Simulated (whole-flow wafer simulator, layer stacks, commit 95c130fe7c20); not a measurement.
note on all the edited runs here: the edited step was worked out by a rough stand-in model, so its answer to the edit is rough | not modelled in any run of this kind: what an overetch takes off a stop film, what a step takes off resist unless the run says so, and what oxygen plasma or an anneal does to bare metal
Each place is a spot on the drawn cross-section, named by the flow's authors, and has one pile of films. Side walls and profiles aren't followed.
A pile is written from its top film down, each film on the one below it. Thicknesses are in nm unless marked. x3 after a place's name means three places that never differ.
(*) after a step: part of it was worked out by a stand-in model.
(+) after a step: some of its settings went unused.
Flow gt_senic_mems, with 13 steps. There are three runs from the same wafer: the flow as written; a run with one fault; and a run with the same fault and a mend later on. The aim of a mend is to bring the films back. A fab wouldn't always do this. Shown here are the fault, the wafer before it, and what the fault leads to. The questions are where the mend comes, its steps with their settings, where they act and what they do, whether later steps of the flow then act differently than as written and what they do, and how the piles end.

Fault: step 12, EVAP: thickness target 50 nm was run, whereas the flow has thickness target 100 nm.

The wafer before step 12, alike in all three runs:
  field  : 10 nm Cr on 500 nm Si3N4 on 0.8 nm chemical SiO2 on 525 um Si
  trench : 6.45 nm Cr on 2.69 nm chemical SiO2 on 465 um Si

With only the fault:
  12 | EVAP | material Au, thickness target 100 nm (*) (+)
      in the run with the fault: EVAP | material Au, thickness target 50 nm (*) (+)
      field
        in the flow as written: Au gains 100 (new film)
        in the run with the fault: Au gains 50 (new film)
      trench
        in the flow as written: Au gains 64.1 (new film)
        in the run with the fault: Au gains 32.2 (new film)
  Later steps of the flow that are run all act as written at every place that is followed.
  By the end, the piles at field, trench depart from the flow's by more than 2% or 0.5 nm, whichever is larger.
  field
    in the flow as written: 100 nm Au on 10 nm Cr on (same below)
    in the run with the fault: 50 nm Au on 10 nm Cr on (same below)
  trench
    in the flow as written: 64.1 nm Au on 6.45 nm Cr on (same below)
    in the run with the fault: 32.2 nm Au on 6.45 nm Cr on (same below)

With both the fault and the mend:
  After step 13 comes the mend.
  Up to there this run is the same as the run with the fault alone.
  13a | EVAP | material Au, thickness target 50 nm (*) (+) (the flow's step 12 again, with other settings)
      field
        Au gains 50
      trench
        Au gains 32.2
  Later steps of the flow that are run all act as written at every place that is followed.
  When the end is reached, the piles differ only a little from the flow's at the places that both follow, at most by 2% or 0.5 nm, whichever is larger.
